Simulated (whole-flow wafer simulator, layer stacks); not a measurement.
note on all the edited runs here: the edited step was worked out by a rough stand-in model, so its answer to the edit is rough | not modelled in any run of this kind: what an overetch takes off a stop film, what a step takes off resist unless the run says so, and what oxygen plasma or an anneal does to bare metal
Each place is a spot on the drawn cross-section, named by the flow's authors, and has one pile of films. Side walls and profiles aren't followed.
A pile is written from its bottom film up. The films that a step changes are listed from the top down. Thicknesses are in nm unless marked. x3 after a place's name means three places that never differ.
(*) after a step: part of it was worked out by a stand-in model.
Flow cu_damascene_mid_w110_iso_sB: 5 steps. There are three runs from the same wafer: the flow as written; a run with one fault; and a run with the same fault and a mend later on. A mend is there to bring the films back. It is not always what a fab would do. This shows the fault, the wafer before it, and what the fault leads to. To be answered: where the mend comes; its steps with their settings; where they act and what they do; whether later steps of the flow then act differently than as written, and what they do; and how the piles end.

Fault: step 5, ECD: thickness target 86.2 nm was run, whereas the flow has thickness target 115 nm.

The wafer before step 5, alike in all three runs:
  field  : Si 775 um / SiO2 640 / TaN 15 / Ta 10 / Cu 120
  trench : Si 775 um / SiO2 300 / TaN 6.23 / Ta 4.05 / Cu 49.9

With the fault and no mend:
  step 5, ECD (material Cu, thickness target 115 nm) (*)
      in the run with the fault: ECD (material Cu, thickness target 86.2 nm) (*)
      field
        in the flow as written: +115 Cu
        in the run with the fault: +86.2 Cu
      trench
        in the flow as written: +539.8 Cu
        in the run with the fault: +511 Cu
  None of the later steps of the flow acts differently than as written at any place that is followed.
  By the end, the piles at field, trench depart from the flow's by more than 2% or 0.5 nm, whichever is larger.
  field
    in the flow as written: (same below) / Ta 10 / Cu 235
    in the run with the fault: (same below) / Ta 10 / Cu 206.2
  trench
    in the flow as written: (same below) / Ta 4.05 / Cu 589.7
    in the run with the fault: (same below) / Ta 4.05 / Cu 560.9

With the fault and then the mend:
  The mend follows step 5.
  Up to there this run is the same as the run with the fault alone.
  step 5a, ECD (material Cu, thickness target 28.8 nm) (the flow's step 5, run once more with other settings)
      field, trench
        +28.8 Cu
  None of the later steps of the flow acts differently than as written at any place that is followed.
  By the end, the piles equal the flow's at every place that both follow.
